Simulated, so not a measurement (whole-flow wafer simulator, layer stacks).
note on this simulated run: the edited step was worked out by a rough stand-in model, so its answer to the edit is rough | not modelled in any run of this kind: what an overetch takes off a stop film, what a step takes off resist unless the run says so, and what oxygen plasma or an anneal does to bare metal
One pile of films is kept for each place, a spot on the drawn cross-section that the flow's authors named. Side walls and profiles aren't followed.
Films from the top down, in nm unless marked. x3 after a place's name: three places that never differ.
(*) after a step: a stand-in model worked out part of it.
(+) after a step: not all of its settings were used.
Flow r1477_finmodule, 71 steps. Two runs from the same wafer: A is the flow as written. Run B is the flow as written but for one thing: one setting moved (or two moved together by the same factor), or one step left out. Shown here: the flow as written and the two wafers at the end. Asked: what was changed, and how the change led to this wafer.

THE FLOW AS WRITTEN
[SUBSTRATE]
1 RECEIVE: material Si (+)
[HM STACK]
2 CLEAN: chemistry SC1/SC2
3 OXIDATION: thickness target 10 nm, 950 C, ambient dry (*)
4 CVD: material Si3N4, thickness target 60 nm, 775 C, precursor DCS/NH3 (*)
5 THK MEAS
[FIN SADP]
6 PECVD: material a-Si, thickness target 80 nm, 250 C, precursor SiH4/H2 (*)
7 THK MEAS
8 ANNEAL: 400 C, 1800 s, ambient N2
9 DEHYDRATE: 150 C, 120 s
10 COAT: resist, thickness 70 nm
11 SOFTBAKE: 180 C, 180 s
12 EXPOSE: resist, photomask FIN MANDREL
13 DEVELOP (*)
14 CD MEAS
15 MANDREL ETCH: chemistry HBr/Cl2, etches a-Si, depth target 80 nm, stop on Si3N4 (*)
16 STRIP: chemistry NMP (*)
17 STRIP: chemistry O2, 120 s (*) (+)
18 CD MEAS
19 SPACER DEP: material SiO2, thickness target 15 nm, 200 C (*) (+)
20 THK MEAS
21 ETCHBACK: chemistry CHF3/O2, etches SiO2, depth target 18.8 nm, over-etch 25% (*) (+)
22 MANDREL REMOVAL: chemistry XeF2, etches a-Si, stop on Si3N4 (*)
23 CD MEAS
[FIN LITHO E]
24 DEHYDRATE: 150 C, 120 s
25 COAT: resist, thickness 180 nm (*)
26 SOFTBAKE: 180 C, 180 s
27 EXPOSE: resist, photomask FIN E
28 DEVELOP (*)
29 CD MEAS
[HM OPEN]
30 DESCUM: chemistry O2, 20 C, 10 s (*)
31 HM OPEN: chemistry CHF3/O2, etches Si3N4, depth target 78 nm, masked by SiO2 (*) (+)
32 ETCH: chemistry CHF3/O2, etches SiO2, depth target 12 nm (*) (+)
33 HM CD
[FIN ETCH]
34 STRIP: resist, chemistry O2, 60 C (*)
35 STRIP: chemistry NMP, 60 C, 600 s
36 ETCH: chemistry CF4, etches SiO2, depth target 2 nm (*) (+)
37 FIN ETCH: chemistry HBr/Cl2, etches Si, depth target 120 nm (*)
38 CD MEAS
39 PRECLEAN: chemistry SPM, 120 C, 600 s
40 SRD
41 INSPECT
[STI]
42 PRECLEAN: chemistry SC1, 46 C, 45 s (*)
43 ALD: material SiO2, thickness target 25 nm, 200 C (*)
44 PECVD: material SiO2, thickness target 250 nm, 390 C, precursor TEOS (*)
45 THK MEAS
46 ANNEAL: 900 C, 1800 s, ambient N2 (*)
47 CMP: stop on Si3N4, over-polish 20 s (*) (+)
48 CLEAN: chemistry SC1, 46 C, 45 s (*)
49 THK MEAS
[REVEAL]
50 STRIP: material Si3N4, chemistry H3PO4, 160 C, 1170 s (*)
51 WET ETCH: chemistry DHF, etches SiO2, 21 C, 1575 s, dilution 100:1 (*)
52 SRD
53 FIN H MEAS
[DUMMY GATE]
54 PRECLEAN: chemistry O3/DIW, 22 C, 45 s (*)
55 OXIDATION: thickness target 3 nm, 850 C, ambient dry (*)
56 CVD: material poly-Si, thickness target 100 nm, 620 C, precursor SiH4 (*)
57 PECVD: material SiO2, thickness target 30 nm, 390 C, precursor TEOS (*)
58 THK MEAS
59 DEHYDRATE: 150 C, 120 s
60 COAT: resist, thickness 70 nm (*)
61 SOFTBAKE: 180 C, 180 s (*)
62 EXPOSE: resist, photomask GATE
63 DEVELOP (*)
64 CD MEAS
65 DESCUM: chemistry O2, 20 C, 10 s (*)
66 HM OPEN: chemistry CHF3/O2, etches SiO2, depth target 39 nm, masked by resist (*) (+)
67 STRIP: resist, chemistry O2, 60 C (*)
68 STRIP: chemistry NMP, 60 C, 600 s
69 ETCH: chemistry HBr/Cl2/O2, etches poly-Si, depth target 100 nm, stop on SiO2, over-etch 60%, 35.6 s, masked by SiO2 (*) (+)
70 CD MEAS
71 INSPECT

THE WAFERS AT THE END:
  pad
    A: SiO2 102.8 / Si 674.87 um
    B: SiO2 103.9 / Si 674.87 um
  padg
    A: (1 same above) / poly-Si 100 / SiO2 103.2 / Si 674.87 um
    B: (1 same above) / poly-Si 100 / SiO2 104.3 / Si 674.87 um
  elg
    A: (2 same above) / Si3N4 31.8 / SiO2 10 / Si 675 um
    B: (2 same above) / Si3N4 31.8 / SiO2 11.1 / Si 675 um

The cause: step 3, OXIDATION: thickness target 11.1 nm was run, where the flow has thickness target 10 nm.
It can be read off the wafer: elg has SiO2 11.1, and step 3 as written asks for 10 nm.

How the change led to this, step by step:
  3 OXIDATION: thickness target 10 nm, 950 C, ambient dry (*)
      pad, padg, elg and 33 more: A SiO2 +10 (new film), chemical SiO2 -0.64 (all of it), Si -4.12 | B SiO2 +11.1 (new film), chemical SiO2 -0.64 (all of it), Si -4.6
  31 HM OPEN: chemistry CHF3/O2, etches Si3N4, depth target 78 nm, masked by SiO2 (*) (+)
      pad, padg, esg and 13 more: A Si3N4 -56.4 (all of it), SiO2 -10 (all of it) | B Si3N4 -56.4 (all of it), SiO2 -11.1 (all of it)
  32 ETCH: chemistry CHF3/O2, etches SiO2, depth target 12 nm (*) (+)
      s40cg, s45cg, s50cg, s40co, s45co, s50co: A SiO2 -1 (all of it), Si -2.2 | B SiO2 -2.1 (all of it), Si -1.98
  51 WET ETCH: chemistry DHF, etches SiO2, 21 C, 1575 s, dilution 100:1 (*)
      s40sg_line, s45sg_line, s50sg_line, s40so_line, s45so_line, s50so_line: A SiO2 -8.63 (all of it) | B SiO2 -9.73 (all of it)
  67 STRIP: resist, chemistry O2, 60 C (*)
      s40sg: A resist -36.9 (all of it) | B resist -35.9 (all of it)
      s45sg: A resist -36.9 (all of it) | B resist -35.8 (all of it)
      (and at 1 more place)
